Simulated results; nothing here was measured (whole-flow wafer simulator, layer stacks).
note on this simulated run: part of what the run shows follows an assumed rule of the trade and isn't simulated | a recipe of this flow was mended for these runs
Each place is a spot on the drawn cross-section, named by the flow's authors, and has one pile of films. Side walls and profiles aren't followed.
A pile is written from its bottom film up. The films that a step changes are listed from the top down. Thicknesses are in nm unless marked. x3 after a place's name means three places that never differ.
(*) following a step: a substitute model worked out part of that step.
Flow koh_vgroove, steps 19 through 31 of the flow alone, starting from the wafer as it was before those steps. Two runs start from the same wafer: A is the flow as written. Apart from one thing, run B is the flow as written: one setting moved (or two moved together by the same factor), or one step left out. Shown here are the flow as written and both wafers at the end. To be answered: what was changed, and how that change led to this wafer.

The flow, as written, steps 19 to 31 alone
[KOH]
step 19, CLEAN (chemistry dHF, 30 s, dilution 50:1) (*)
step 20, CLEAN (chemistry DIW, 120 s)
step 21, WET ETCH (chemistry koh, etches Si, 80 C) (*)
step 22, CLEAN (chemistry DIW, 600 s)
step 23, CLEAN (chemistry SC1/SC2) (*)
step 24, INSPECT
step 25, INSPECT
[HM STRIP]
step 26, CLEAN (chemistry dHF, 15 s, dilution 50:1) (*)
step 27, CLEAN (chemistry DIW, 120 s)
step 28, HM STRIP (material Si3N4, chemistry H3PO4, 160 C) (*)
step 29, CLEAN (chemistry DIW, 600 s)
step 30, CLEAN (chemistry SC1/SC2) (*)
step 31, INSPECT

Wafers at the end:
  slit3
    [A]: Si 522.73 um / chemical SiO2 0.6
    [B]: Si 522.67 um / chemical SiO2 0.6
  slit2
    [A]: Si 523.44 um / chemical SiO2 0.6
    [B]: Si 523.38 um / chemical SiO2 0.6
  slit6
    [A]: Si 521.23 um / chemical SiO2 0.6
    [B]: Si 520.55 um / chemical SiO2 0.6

The reason: step 21, WET ETCH: 88 C was run, while the flow as written has 80 C.

The path from the change to this, step by step:
  step 21, WET ETCH (chemistry koh, etches Si, 80 C) (*)
      slit3: A -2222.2 Si | B -2282.9 Si
      slit2: A -1515.1 Si | B -1575.8 Si
      (and at 2 other places as well)
